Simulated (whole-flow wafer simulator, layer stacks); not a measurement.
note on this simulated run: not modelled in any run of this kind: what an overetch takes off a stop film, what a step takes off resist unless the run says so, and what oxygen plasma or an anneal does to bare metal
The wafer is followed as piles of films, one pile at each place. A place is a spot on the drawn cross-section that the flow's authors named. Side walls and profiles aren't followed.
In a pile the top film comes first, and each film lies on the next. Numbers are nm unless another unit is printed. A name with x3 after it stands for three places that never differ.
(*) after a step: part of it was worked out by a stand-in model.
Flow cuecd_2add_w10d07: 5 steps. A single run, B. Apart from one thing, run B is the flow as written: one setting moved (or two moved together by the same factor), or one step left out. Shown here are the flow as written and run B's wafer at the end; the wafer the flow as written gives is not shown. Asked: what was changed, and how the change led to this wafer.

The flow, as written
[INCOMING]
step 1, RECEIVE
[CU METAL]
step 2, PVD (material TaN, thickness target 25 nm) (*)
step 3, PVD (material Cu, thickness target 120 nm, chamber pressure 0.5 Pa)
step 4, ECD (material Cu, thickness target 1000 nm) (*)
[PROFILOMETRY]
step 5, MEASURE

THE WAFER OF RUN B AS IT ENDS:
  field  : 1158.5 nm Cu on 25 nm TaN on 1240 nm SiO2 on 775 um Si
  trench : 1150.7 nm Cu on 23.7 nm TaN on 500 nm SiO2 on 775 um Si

The reason: step 3, PVD: thickness target 158.5 nm was run, while the flow as written has thickness target 120 nm.

How this came from the change, step by step:
  step 3, PVD (material Cu, thickness target 120 nm, chamber pressure 0.5 Pa)
      field: Cu gains 158.5 (new film) (it would be, as written: Cu gains 120 (new film))
      trench: Cu gains 150.7 (new film) (it would be, as written: Cu gains 114 (new film))
